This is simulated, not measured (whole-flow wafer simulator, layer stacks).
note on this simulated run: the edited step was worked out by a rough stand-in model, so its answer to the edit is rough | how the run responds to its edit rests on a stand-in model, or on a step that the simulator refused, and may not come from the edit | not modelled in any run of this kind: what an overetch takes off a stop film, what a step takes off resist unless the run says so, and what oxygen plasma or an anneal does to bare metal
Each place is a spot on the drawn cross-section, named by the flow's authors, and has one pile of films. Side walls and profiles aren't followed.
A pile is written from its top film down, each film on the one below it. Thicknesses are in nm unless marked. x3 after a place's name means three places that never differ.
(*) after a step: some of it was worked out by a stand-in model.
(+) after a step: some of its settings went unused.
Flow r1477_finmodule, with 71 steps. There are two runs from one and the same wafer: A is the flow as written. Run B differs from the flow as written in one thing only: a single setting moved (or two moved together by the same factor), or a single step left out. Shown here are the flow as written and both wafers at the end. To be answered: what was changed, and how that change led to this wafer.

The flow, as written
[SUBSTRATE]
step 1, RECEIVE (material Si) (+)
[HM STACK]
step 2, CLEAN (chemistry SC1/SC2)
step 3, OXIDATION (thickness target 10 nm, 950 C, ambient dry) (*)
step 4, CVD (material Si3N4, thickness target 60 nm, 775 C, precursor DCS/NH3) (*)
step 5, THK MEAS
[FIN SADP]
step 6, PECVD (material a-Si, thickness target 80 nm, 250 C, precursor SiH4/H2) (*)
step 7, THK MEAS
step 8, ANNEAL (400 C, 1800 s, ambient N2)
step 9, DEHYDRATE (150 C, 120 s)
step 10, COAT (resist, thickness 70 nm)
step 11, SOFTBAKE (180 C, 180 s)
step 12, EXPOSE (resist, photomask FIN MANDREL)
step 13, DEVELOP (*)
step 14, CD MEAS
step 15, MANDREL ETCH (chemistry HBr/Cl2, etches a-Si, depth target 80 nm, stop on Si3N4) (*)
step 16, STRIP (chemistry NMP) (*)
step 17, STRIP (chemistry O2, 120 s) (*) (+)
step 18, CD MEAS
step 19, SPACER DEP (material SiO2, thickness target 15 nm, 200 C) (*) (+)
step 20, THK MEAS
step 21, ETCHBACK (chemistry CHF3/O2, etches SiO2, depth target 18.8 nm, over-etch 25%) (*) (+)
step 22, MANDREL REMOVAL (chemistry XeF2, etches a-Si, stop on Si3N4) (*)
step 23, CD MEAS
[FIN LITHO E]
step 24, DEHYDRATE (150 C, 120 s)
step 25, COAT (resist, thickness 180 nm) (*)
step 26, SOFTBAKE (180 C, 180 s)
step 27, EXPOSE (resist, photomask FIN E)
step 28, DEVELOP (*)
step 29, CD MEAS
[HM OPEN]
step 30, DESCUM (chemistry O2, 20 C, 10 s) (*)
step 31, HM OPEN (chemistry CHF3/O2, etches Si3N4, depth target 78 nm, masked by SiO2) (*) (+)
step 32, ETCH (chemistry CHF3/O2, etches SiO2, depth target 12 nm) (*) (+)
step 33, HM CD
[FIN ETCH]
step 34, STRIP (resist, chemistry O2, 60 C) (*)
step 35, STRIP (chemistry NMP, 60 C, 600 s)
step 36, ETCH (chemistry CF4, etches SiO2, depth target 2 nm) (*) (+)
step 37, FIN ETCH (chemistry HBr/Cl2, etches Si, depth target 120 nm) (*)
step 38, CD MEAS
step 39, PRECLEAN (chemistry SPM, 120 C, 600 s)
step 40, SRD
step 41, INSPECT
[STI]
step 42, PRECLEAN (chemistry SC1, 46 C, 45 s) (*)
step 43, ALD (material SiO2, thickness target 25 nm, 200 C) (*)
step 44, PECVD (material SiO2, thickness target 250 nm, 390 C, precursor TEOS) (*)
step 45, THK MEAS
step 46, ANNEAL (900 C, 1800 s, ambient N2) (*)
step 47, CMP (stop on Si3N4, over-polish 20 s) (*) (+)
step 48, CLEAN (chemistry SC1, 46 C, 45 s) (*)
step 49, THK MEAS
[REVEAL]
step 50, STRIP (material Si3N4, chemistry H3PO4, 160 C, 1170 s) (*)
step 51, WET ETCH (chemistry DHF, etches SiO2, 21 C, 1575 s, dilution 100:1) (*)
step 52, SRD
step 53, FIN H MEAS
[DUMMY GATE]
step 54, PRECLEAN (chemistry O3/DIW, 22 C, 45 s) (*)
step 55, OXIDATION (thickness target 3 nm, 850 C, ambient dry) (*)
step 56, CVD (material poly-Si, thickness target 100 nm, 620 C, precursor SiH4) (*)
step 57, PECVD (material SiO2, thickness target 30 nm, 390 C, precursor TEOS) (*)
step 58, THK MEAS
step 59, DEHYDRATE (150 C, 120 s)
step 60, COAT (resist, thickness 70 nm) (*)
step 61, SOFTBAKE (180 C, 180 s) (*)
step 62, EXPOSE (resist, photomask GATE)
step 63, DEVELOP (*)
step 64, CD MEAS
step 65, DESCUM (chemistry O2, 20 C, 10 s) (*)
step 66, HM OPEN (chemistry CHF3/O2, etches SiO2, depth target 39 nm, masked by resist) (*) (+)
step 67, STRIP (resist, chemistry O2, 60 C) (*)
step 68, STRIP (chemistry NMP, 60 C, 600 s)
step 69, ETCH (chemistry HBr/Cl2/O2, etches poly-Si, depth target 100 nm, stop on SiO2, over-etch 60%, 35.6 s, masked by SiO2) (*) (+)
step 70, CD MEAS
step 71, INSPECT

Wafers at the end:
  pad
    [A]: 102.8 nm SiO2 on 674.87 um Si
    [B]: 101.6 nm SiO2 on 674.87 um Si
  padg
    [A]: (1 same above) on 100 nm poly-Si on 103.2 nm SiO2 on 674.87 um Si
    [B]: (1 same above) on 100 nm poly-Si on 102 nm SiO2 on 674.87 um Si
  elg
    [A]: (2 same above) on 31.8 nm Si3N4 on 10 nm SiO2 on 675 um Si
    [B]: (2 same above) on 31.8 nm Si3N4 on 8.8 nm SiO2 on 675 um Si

What caused this: step 3, OXIDATION: thickness target 8.8 nm was run, whereas the flow has thickness target 10 nm.
One can read it off the wafer: elg has SiO2 8.8, and step 3 as written asks for 10 nm.

Step by step, how the change led to this:
  step 3, OXIDATION (thickness target 10 nm, 950 C, ambient dry) (*)
      pad, padg, elg and 33 more: A +10 SiO2 (new film), -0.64 chemical SiO2 (all of it), -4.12 Si | B +8.8 SiO2 (new film), -0.64 chemical SiO2 (all of it), -3.59 Si
  step 31, HM OPEN (chemistry CHF3/O2, etches Si3N4, depth target 78 nm, masked by SiO2) (*) (+)
      s40cg, s45cg, s50cg, s40co, s45co, s50co: A -60 Si3N4 (all of it), -9 SiO2 | B -60 Si3N4 (all of it), -8.8 SiO2 (all of it)
      pad, padg, esg and 13 more: A -56.4 Si3N4 (all of it), -10 SiO2 (all of it) | B -56.4 Si3N4 (all of it), -8.8 SiO2 (all of it)
  step 32, ETCH (chemistry CHF3/O2, etches SiO2, depth target 12 nm) (*) (+)
      s40cg, s40co: A -1 SiO2 (all of it), -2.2 Si | B -2.08 Si
      s45cg, s45co: A -1 SiO2 (all of it), -2.2 Si | B -2.12 Si
      (and at 2 other places as well)
  step 51, WET ETCH (chemistry DHF, etches SiO2, 21 C, 1575 s, dilution 100:1) (*)
      s40sg_line, s45sg_line, s50sg_line, s40so_line, s45so_line, s50so_line: A -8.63 SiO2 (all of it) | B -7.43 SiO2 (all of it)
  step 67, STRIP (resist, chemistry O2, 60 C) (*)
      s40sg: A -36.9 resist (all of it) | B -38.1 resist (all of it)
      s45sg: A -36.9 resist (all of it) | B -38 resist (all of it)
      (and at 1 other place as well)
